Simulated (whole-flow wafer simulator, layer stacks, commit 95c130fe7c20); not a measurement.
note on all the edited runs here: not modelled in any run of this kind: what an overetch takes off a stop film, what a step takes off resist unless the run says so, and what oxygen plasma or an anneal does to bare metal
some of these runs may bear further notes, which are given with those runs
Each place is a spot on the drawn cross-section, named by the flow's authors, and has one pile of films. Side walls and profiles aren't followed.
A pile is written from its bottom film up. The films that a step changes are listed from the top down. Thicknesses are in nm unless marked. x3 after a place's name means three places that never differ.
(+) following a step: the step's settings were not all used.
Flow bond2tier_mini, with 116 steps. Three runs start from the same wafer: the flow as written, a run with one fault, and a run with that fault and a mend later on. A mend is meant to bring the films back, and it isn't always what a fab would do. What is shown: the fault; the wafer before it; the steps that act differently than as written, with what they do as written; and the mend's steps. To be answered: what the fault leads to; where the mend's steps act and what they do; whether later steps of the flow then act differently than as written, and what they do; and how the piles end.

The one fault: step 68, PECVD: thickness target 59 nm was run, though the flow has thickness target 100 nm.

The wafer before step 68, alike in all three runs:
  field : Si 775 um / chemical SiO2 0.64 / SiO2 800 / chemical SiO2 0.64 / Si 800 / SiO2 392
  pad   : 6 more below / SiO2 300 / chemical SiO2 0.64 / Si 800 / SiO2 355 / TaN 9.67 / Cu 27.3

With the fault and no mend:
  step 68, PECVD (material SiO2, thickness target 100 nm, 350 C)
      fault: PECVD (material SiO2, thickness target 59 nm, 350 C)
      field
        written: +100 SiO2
        fault: +59 SiO2
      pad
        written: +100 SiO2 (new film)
        fault: +59 SiO2 (new film)
  Steps further on in the flow that do not act as written (2 other steps are not shown; they differ only slightly, by no more than 2% or 0.5 nm, whichever is larger):
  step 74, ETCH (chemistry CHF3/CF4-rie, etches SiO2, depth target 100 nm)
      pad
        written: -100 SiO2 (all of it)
        fault: -59 SiO2 (all of it), -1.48 Cu
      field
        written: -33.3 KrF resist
        fault: -29.5 KrF resist
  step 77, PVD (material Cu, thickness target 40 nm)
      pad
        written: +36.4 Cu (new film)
        fault: +37.8 Cu (new film)
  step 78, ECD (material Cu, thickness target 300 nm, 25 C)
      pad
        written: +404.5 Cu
        fault: +363.2 Cu
  The piles end different from the flow's at field, pad by more than 2% or 0.5 nm, whichever is larger.
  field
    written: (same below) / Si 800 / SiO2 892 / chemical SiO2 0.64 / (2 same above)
    fault: (same below) / Si 800 / SiO2 851 / chemical SiO2 0.64 / (2 same above)
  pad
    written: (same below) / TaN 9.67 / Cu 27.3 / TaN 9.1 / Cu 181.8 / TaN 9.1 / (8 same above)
    fault: (same below) / TaN 9.67 / Cu 25.9 / TaN 9.5 / Cu 141.9 / TaN 9.1 / (8 same above)

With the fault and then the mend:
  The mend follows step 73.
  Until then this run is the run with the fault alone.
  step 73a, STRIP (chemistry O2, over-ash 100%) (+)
      field
        -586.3 KrF resist (all of it)
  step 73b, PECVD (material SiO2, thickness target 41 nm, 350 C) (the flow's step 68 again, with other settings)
      field, pad
        +41 SiO2
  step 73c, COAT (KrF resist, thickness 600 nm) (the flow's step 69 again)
      field, pad
        +600 KrF resist (new film)
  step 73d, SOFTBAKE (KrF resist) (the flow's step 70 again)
      leaves every film unchanged at each place that is followed
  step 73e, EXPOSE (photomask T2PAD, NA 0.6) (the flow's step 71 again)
      leaves every film unchanged at each place that is followed
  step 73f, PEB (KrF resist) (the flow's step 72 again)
      leaves every film unchanged at each place that is followed
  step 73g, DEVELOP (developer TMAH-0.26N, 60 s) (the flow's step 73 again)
      field
        -13.7 KrF resist
      pad
        -600 KrF resist (all of it)
  Every later step of the flow that is run acts as written at every place that is followed.
  At every place that both follow, the piles at the end match the flow's.
